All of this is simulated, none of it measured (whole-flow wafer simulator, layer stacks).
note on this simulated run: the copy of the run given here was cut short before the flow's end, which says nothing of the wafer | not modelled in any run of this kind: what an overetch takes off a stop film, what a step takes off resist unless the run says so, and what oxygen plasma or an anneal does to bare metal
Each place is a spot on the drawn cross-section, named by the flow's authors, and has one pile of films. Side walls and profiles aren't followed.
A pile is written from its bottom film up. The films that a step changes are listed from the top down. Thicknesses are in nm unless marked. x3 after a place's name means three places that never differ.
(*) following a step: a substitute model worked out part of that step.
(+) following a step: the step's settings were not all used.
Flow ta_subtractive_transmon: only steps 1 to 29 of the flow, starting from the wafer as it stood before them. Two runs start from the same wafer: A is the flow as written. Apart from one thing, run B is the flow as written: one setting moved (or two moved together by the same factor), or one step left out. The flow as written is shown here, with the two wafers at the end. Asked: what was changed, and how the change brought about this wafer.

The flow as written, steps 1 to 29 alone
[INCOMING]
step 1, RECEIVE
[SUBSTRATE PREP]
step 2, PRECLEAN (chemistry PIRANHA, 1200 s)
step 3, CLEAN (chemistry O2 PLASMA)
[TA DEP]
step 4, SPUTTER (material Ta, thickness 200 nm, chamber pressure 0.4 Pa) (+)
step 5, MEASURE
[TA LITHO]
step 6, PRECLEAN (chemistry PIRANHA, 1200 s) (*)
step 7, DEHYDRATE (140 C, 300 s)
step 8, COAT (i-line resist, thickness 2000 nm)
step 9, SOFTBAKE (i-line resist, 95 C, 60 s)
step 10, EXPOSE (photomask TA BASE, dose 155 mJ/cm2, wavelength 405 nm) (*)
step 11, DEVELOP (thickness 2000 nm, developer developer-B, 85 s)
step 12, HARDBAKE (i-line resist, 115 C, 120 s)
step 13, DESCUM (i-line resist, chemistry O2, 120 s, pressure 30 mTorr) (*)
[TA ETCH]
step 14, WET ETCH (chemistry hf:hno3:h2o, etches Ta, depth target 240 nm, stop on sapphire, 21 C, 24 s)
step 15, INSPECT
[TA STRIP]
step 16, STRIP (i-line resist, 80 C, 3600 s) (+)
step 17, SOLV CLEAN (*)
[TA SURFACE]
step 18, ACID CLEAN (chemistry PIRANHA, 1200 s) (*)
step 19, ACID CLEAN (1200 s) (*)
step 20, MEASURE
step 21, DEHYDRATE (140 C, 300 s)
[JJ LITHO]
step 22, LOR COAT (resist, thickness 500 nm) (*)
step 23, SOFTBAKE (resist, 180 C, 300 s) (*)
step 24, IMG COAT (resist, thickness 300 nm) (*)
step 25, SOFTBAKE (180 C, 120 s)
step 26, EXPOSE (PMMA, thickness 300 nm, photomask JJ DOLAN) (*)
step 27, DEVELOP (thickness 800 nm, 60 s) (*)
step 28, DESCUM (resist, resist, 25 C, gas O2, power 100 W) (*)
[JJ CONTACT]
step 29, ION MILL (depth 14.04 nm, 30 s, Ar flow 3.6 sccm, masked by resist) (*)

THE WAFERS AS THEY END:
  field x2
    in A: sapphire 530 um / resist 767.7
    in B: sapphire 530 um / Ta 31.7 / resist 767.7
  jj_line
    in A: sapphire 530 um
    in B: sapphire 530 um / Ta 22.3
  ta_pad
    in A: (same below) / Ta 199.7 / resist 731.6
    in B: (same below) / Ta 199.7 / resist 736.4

What caused this: step 14, WET ETCH: 16.8 s was run, while the flow as written has 24 s.

How this came from the change, step by step:
  step 14, WET ETCH (chemistry hf:hno3:h2o, etches Ta, depth target 240 nm, stop on sapphire, 21 C, 24 s)
      field x2, jj_line, lead: A Ta loses 200 (all of it) | B Ta loses 168
  step 29, ION MILL (depth 14.04 nm, 30 s, Ar flow 3.6 sccm, masked by resist) (*)
      jj_line, lead: A sapphire loses 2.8 | B Ta loses 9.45
If metal films that touch count as one body, field x2 has 1 body; the flow as written gives 0 bodies.
If metal films that touch count as one body, jj_line has 1 body; the flow as written gives 0 bodies.
